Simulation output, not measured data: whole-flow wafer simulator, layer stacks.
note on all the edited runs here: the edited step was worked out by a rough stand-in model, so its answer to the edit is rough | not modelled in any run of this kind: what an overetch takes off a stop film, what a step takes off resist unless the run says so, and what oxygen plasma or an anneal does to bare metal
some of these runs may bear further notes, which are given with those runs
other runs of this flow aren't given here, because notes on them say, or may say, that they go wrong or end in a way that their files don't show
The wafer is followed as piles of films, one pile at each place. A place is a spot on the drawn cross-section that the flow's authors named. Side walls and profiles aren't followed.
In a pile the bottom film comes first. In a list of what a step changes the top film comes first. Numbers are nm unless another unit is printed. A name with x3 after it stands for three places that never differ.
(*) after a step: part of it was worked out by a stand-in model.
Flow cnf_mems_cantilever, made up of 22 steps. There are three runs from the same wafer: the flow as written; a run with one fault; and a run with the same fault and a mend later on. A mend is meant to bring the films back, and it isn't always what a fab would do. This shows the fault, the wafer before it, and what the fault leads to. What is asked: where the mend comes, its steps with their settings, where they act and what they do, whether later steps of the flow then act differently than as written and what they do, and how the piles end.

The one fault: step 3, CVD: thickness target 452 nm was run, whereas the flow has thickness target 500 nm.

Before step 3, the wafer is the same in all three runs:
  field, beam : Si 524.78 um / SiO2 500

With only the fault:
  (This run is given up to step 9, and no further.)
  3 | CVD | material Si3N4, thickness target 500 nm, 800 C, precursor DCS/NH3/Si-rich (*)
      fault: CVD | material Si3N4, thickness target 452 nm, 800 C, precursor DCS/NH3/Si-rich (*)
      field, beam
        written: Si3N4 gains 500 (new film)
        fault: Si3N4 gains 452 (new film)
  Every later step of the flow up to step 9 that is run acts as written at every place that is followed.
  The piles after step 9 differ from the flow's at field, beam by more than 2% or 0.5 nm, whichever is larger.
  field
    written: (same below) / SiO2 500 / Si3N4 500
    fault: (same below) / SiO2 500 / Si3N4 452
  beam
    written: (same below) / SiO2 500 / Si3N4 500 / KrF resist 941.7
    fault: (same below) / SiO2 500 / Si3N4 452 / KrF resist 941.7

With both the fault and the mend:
  After step 3 comes the mend.
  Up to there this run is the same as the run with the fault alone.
  3a | CVD | material Si3N4, thickness target 48 nm, 800 C, precursor DCS/NH3/Si-rich (*) (the flow's step 3 again, with other settings)
      field, beam
        Si3N4 gains 48
  Every later step of the flow that is run acts as written at every place that is followed.
  At every place that both follow, the piles at the end match the flow's.
